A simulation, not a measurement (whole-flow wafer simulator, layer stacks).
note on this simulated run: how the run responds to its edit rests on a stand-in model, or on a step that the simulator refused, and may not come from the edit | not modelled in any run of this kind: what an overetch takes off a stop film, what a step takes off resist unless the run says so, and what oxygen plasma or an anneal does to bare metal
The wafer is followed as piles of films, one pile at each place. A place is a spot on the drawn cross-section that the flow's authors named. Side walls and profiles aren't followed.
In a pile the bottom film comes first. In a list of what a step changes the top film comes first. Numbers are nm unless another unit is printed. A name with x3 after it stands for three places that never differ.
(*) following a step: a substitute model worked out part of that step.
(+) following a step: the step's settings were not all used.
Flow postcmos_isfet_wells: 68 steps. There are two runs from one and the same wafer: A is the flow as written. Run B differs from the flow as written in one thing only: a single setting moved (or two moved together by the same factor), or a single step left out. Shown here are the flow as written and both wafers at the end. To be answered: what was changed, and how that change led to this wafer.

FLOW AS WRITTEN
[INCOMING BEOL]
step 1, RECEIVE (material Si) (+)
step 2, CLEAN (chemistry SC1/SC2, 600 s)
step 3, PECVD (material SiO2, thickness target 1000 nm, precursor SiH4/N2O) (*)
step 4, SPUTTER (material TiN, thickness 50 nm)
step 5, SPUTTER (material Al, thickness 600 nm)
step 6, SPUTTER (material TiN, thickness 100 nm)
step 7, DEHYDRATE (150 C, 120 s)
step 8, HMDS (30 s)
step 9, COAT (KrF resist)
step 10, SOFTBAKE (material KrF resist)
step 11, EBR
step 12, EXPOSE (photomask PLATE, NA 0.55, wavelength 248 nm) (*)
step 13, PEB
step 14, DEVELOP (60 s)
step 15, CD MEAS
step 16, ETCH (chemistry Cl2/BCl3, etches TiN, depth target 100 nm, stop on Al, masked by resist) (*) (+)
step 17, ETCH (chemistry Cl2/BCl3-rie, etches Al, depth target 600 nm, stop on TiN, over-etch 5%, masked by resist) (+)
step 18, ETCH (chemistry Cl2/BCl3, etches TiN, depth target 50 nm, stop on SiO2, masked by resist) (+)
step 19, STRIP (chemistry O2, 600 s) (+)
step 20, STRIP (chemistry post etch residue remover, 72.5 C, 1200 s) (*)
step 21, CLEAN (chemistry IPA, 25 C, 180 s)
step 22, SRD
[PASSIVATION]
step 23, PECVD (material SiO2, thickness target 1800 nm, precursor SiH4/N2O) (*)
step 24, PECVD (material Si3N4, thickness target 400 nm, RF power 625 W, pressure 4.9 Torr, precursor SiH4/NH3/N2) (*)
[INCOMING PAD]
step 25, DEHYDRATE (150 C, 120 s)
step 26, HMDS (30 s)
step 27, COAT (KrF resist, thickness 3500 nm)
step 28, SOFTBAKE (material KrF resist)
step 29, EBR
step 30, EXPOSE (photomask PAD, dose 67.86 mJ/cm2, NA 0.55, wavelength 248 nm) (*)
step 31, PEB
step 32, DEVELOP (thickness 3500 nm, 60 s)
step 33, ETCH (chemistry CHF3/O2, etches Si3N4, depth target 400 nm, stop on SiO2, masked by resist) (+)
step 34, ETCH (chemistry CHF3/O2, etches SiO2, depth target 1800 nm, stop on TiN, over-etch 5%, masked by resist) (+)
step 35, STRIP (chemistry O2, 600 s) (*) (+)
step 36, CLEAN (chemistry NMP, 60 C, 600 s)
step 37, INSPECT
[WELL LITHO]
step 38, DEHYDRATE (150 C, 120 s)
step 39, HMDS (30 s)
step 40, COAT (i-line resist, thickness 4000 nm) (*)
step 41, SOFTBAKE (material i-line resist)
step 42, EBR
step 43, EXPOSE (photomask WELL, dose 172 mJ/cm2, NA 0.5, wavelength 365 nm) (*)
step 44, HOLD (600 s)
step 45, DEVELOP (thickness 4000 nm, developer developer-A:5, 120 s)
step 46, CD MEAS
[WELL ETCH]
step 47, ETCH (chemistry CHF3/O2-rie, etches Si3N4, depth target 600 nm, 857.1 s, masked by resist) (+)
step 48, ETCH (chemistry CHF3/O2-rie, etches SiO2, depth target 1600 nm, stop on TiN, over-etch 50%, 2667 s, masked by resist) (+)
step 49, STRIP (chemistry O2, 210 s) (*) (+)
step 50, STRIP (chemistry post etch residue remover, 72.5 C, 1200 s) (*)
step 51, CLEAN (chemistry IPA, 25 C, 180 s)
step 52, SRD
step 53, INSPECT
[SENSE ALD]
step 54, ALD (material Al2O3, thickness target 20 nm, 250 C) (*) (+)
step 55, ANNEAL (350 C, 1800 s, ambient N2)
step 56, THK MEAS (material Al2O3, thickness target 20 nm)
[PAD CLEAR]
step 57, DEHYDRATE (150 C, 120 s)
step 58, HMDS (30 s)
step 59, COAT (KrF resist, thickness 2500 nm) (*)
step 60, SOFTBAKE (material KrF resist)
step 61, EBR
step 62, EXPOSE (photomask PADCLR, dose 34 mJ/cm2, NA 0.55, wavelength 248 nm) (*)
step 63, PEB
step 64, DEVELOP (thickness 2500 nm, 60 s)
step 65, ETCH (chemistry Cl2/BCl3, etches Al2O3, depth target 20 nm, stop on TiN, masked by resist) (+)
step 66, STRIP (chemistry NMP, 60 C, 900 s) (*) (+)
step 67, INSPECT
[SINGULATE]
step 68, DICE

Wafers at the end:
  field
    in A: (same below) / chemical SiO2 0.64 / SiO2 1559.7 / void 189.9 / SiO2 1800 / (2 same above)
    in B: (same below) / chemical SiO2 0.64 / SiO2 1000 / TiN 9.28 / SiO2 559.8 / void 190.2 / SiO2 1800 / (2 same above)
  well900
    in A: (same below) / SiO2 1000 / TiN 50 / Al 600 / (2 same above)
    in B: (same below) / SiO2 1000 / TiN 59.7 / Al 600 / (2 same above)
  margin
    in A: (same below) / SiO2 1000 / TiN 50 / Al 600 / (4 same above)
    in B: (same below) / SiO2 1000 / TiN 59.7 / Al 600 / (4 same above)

What caused this: step 4, SPUTTER: thickness 59.7 nm was run, while the flow as written has thickness 50 nm.
One can read it off the wafer: well900 has TiN 59.7, and step 4 as written asks for 50 nm.

Step by step, how the change led to this:
  step 4, SPUTTER (material TiN, thickness 50 nm)
      field, margin, well900, well1300 x3, pad_rim, pad_clr, pad_open: A TiN gains 50 (new film) | B TiN gains 59.7 (new film)
  step 18, ETCH (chemistry Cl2/BCl3, etches TiN, depth target 50 nm, stop on SiO2, masked by resist) (+)
      field: A TiN loses 50 (all of it) | B TiN loses 50
  step 23, PECVD (material SiO2, thickness target 1800 nm, precursor SiH4/N2O) (*)
      field: A SiO2 gains 1800 (new film), void gains 189.9 (new film), SiO2 gains 559.7 | B SiO2 gains 1800 (new film), void gains 190.2 (new film), SiO2 gains 559.8 (new film)
If metal films that touch count as one body, field has 1 body; the flow as written gives 0 bodies.
